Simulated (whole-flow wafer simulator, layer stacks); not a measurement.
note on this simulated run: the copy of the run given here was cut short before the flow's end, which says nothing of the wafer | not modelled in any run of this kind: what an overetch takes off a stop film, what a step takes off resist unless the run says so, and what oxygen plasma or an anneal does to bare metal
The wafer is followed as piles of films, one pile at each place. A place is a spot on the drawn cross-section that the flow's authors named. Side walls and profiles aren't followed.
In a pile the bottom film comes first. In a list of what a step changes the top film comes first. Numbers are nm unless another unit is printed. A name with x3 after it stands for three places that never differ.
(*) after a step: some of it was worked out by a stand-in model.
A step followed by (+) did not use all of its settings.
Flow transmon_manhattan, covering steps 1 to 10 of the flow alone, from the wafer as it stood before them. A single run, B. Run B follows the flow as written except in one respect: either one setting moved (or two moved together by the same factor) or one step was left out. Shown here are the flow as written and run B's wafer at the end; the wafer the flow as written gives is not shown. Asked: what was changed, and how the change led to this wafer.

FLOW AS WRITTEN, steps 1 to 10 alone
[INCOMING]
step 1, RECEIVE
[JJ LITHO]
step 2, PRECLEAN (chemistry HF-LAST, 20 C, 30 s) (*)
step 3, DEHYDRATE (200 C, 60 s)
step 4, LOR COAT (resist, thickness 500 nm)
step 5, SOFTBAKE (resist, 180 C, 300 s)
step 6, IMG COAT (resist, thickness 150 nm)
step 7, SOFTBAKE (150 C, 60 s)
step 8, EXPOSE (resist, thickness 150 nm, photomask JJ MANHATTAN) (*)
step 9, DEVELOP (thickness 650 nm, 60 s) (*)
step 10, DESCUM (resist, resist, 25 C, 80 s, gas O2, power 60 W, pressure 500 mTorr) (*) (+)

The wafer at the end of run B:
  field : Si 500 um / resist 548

The reason: step 6, IMG COAT: thickness 60 nm was run, whereas the flow has thickness 150 nm.

Step by step, how the change led to this:
  step 6, IMG COAT (resist, thickness 150 nm)
      field, chan_a x2: +60 resist (as written it would have been: +150 resist)
  step 9, DEVELOP (thickness 650 nm, 60 s) (*)
      chan_a x2: -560 resist (all of it) (as written it would have been: -650 resist (all of it))
